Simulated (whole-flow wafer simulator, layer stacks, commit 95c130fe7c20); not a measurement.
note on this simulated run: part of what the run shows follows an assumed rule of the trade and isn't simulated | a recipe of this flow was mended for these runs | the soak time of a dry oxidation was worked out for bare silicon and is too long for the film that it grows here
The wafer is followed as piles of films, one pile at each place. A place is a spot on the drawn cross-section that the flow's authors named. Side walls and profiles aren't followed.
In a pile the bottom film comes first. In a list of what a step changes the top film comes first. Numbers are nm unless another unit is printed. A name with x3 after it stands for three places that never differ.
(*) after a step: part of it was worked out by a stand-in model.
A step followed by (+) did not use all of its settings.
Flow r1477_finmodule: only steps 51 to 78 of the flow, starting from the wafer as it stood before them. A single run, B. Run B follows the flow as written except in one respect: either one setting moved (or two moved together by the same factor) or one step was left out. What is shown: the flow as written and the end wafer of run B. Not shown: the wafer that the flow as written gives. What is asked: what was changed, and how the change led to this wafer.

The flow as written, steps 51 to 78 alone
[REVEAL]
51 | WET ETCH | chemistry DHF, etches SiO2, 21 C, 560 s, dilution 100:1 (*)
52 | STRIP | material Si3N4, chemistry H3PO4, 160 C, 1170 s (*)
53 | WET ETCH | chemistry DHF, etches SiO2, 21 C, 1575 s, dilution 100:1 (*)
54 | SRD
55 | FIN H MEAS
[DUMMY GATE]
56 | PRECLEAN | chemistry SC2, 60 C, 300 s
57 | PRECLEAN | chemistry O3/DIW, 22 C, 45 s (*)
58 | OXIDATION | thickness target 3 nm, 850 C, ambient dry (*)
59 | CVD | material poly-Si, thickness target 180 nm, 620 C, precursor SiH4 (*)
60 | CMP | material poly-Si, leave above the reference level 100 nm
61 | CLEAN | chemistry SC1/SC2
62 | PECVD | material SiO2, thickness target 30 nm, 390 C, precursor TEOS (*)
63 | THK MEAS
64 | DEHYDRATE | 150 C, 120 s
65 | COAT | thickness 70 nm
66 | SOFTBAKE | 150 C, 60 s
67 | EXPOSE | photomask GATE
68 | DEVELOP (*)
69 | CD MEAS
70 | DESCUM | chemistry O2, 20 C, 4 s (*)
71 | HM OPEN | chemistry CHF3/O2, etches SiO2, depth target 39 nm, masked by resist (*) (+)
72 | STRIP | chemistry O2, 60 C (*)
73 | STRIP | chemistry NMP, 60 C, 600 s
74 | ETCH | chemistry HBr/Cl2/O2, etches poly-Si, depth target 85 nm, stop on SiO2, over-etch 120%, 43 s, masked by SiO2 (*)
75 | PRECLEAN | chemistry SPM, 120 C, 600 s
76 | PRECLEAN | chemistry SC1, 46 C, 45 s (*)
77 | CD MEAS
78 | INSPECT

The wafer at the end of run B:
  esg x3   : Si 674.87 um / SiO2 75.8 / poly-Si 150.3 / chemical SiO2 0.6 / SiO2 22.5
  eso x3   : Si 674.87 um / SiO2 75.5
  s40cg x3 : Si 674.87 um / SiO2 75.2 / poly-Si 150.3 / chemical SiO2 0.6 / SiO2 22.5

What caused this: step 51, WET ETCH: 644 s was run, whereas the flow has 560 s.

How this came from the change, step by step:
  51 | WET ETCH | chemistry DHF, etches SiO2, 21 C, 560 s, dilution 100:1 (*)
      esg x3, e200sg, s40cg x3, s40sg x3, eso x3, e200so, s40co x3, s40so x3: SiO2 loses 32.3 (in the flow as written it would be: SiO2 loses 28.1)
      pad, padg: SiO2 loses 35 (in the flow as written it would be: SiO2 loses 30.5)
  59 | CVD | material poly-Si, thickness target 180 nm, 620 C, precursor SiH4 (*)
      e200sg, e200so: poly-Si gains 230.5 (new film) (in the flow as written it would be: poly-Si gains 219.2 (new film))
  60 | CMP | material poly-Si, leave above the reference level 100 nm
      pad, padg: poly-Si loses 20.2 (in the flow as written it would be: poly-Si loses 24.8)
      e200sg, e200so: poly-Si loses 80 (in the flow as written it would be: poly-Si loses 72.9)
  74 | ETCH | chemistry HBr/Cl2/O2, etches poly-Si, depth target 85 nm, stop on SiO2, over-etch 120%, 43 s, masked by SiO2 (*)
      eso x3, e200so, s40co x3, s40so x3: chemical SiO2 loses 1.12 (all of it), poly-Si loses 148.1 (all of it), SiO2 loses 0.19 (in the flow as written it would be: chemical SiO2 loses 1.12 (all of it), poly-Si loses 143.9 (all of it), SiO2 loses 0.22)
      pad: chemical SiO2 loses 1.12 (all of it), poly-Si loses 157.4 (all of it), SiO2 loses 0.15 (in the flow as written it would be: chemical SiO2 loses 1.12 (all of it), poly-Si loses 152.8 (all of it), SiO2 loses 0.17)
